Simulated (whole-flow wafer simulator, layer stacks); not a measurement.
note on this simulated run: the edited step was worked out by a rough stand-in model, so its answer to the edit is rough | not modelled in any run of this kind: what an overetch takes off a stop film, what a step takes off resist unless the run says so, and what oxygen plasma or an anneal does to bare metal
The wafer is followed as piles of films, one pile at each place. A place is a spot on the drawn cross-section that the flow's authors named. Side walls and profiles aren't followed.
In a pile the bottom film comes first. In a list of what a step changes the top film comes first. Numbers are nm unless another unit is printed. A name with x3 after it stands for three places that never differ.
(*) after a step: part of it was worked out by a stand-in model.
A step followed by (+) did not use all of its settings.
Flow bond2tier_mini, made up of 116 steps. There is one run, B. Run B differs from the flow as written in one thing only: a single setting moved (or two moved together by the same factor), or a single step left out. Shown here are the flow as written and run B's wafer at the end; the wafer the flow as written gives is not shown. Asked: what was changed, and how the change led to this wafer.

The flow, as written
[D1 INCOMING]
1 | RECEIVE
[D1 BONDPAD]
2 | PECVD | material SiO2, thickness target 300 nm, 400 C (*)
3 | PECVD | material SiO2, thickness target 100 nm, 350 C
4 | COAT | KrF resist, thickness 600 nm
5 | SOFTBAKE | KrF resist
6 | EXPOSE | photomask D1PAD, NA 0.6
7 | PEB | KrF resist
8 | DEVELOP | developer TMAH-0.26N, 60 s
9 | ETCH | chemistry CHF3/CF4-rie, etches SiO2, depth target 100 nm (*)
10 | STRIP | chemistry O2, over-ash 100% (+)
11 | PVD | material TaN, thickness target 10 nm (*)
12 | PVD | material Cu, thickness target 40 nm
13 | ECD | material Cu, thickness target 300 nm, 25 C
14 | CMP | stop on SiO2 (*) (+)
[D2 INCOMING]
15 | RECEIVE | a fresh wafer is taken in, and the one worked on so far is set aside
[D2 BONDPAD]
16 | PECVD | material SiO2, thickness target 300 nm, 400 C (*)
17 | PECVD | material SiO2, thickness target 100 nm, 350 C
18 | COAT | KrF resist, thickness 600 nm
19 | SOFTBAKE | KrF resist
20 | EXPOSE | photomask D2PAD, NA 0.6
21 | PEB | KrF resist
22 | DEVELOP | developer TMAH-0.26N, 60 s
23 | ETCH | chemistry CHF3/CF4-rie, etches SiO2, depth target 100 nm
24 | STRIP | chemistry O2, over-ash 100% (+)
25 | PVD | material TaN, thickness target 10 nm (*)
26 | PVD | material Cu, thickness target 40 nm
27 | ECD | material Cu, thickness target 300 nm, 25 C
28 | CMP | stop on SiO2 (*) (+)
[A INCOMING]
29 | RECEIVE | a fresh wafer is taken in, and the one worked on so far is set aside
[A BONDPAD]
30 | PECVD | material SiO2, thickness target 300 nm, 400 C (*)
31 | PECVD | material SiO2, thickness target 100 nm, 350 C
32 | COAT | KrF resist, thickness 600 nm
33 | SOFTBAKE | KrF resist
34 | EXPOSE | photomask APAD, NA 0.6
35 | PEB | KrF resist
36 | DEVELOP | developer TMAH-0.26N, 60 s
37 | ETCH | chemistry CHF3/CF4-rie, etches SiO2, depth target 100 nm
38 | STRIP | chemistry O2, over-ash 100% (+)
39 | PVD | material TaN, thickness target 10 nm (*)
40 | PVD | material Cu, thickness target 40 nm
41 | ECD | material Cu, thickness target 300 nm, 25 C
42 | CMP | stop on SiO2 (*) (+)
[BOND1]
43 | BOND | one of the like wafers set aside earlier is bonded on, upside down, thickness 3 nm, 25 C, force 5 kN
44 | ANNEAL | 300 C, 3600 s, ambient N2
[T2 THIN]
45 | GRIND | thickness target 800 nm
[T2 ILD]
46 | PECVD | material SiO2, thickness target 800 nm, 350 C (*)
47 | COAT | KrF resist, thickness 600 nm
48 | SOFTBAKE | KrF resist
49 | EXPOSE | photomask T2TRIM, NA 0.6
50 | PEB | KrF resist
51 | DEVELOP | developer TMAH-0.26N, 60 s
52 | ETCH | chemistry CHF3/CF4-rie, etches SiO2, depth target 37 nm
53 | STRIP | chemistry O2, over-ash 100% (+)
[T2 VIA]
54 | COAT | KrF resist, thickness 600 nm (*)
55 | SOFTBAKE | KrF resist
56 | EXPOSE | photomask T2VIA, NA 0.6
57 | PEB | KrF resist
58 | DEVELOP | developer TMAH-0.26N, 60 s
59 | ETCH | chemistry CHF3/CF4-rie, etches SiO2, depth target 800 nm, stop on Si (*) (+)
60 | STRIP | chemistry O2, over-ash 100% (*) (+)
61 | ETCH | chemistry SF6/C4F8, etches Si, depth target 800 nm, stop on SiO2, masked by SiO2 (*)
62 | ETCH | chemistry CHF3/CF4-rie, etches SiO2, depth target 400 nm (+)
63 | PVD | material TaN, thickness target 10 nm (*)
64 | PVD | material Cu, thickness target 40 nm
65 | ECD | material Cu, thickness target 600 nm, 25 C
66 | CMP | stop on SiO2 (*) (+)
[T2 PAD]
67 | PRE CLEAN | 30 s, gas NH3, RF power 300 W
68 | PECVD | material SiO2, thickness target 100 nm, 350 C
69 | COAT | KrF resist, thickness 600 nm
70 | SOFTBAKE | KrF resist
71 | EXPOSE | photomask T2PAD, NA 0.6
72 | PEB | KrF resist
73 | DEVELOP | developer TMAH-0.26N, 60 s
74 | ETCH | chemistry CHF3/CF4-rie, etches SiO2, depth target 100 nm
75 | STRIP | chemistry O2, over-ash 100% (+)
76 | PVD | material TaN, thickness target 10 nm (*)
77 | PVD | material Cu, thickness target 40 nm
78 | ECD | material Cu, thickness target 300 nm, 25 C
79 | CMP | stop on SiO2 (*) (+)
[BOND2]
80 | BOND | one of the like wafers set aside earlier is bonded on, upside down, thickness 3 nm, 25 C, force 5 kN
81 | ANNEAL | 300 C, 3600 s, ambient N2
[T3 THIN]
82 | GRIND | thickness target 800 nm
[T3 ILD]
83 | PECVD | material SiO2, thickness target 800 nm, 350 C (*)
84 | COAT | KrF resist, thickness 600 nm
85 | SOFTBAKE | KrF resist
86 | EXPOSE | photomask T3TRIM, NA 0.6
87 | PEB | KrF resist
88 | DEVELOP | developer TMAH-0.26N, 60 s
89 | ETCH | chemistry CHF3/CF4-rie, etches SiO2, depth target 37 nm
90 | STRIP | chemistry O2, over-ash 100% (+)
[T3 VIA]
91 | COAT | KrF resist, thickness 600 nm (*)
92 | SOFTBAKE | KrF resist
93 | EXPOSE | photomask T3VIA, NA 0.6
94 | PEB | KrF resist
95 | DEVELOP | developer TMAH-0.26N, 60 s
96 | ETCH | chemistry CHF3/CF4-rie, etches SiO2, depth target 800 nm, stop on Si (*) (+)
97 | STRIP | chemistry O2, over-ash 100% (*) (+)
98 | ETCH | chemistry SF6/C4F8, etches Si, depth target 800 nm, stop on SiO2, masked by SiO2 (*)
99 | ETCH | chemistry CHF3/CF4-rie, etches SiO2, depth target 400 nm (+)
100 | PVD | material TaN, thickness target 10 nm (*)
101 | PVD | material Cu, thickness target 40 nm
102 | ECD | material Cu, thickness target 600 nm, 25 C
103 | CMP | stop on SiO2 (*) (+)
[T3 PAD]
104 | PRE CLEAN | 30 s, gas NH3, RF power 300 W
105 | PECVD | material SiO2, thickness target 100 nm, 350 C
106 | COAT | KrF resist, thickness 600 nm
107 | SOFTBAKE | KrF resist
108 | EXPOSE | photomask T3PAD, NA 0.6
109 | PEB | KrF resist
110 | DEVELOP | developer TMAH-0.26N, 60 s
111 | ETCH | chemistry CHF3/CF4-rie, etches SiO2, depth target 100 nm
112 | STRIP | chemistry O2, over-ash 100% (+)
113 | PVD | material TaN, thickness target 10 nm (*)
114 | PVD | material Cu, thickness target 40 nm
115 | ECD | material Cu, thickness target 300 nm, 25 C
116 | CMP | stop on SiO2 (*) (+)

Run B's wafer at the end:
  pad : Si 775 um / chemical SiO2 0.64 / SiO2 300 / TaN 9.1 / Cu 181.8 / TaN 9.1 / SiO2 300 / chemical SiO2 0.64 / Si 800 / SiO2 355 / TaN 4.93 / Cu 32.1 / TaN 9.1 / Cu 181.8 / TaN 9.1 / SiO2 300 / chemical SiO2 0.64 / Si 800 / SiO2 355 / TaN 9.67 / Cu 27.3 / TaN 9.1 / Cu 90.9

Cause: step 63, PVD: thickness target 5.1 nm was run, whereas the flow has thickness target 10 nm.

How this came from the change, step by step:
  63 | PVD | material TaN, thickness target 10 nm (*)
      field: +5.1 TaN (new film) (in the flow as written it would be: +10 TaN (new film))
      pad: +4.93 TaN (new film) (in the flow as written it would be: +9.67 TaN (new film))
  66 | CMP | stop on SiO2 (*) (+)
      field: -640 Cu (all of it), -5.1 TaN (all of it) (in the flow as written it would be: -640 Cu (all of it), -10 TaN (all of it))
